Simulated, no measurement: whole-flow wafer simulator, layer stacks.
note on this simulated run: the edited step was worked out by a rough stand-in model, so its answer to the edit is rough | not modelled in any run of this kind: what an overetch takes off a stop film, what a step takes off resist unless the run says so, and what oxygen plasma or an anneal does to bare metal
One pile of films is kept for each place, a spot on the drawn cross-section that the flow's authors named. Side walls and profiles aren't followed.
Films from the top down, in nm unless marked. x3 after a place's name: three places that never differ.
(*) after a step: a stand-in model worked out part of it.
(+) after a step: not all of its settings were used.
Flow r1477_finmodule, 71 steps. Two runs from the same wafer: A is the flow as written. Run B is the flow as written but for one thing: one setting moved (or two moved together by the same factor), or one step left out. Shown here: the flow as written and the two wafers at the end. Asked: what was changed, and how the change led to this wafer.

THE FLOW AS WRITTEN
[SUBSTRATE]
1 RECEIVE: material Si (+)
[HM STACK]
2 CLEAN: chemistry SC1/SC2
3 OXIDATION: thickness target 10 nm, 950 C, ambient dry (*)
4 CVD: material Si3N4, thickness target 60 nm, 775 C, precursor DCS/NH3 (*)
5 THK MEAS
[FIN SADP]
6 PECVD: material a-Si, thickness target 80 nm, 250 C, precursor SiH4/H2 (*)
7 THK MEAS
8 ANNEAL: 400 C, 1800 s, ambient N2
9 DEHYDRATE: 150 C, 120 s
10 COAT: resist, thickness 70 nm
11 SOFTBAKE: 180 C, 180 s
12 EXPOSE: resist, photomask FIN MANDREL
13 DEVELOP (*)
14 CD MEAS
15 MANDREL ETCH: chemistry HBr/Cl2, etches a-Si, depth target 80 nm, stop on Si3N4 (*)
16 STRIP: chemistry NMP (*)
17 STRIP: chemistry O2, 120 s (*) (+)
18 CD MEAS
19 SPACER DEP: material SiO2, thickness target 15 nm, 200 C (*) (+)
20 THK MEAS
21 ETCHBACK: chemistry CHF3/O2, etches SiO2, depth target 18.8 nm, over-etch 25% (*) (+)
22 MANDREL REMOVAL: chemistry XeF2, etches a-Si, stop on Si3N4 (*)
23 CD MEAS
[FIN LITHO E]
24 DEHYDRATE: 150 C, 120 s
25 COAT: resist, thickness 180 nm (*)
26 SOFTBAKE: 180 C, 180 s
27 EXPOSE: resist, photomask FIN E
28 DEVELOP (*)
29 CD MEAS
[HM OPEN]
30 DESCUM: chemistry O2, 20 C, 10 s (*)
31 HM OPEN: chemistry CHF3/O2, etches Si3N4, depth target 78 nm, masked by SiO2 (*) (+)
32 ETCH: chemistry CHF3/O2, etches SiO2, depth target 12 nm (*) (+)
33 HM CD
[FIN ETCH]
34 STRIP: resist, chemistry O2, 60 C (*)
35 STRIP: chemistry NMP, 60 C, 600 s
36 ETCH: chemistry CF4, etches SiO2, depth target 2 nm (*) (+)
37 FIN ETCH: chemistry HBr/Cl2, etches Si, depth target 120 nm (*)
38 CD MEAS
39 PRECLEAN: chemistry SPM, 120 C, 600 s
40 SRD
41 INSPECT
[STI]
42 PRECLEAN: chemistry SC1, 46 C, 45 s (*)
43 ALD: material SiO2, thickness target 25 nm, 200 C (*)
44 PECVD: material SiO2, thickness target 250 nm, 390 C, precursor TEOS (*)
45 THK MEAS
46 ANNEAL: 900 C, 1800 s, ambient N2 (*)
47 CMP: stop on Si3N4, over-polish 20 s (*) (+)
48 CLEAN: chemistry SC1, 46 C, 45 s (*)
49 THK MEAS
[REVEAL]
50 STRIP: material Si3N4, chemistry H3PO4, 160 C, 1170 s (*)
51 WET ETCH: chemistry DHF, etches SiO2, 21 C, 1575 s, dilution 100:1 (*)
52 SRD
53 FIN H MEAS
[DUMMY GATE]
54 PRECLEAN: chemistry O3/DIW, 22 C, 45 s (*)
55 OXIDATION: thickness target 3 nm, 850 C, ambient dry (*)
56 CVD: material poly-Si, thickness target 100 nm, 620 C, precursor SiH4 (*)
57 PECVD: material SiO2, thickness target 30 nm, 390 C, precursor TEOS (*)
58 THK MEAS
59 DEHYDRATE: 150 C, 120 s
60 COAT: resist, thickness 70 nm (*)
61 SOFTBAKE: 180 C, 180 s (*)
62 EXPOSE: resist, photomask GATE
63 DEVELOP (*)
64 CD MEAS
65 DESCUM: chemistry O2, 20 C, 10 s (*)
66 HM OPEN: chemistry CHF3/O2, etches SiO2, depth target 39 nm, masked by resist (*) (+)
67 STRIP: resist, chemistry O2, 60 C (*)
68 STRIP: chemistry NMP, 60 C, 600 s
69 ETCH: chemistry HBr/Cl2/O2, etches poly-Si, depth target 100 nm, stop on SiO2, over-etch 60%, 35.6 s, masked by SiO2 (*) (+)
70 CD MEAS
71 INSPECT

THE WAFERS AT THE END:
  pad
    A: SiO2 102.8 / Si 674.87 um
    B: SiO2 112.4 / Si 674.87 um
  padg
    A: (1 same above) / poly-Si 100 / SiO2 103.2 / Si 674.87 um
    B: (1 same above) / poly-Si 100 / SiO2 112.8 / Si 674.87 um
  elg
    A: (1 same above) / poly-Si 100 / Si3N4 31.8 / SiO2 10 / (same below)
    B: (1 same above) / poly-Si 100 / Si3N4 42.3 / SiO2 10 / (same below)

The cause: step 4, CVD: thickness target 70.5 nm was run, where the flow has thickness target 60 nm.

How the change led to this, step by step:
  4 CVD: material Si3N4, thickness target 60 nm, 775 C, precursor DCS/NH3 (*)
      pad, padg, elg and 33 more: A Si3N4 +60 (new film) | B Si3N4 +70.5 (new film)
  31 HM OPEN: chemistry CHF3/O2, etches Si3N4, depth target 78 nm, masked by SiO2 (*) (+)
      pad, padg, esg and 13 more: A Si3N4 -56.4 (all of it), SiO2 -10 (all of it) | B Si3N4 -66.9 (all of it), SiO2 -5.56
      s40cg, s45cg, s50cg, s40co, s45co, s50co: A Si3N4 -60 (all of it), SiO2 -9 | B Si3N4 -70.5 (all of it), SiO2 -3.75
  32 ETCH: chemistry CHF3/O2, etches SiO2, depth target 12 nm (*) (+)
      pad, padg, e40sg and 11 more: A Si -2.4 | B SiO2 -4.44 (all of it), Si -1.51
      esg, eso: A Si -1.77 | B SiO2 -4.44 (all of it), Si -1.51
      (and at 6 more places)
  43 ALD: material SiO2, thickness target 25 nm, 200 C (*)
      s40cg, s45cg, s50cg, s40co, s45co, s50co: A SiO2 +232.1 (new film) | B SiO2 +241.5 (new film)
      esg: A SiO2 +194.3 (new film) | B SiO2 +204.5 (new film)
  47 CMP: stop on Si3N4, over-polish 20 s (*) (+)
      pad, padg, e40sg and 11 more: A SiO2 -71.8 | B SiO2 -62.1
      eso: A SiO2 -72.4 | B SiO2 -62.1
  50 STRIP: material Si3N4, chemistry H3PO4, 160 C, 1170 s (*)
      s40sg_line, s45sg_line, s50sg_line, s40so_line, s45so_line, s50so_line: A Si3N4 -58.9 (all of it), SiO2 -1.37 | B Si3N4 -69.4 (all of it), SiO2 -1.04
  56 CVD: material poly-Si, thickness target 100 nm, 620 C, precursor SiH4 (*)
      s40cg, s40co: A poly-Si +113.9 (new film) | B poly-Si +103.4 (new film)
      s45cg, s45co: A poly-Si +113.4 (new film) | B poly-Si +102.9 (new film)
      (and at 2 more places)
  60 COAT: resist, thickness 70 nm (*)
      s40sg, s40so: A resist +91 (new film) | B resist +81 (new film)
      s45sg, s45so: A resist +91 (new film) | B resist +80.9 (new film)
      (and at 2 more places)
  63 DEVELOP (*)
      s40so: A resist -91 (all of it) | B resist -81 (all of it)
      s45so: A resist -91 (all of it) | B resist -80.9 (all of it)
      (and at 1 more place)
  67 STRIP: resist, chemistry O2, 60 C (*)
      s40sg: A resist -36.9 (all of it) | B resist -26.9 (all of it)
      s45sg: A resist -36.9 (all of it) | B resist -26.8 (all of it)
      (and at 1 more place)
  69 ETCH: chemistry HBr/Cl2/O2, etches poly-Si, depth target 100 nm, stop on SiO2, over-etch 60%, 35.6 s, masked by SiO2 (*) (+)
      s40co: A chemical SiO2 -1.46 (all of it), poly-Si -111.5 (all of it), SiO2 -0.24 | B chemical SiO2 -1.46 (all of it), poly-Si -101 (all of it), SiO2 -0.3
      s45co: A chemical SiO2 -1.46 (all of it), poly-Si -110.9 (all of it), SiO2 -0.25 | B chemical SiO2 -1.46 (all of it), poly-Si -100.4 (all of it), SiO2 -0.3
      (and at 1 more place)
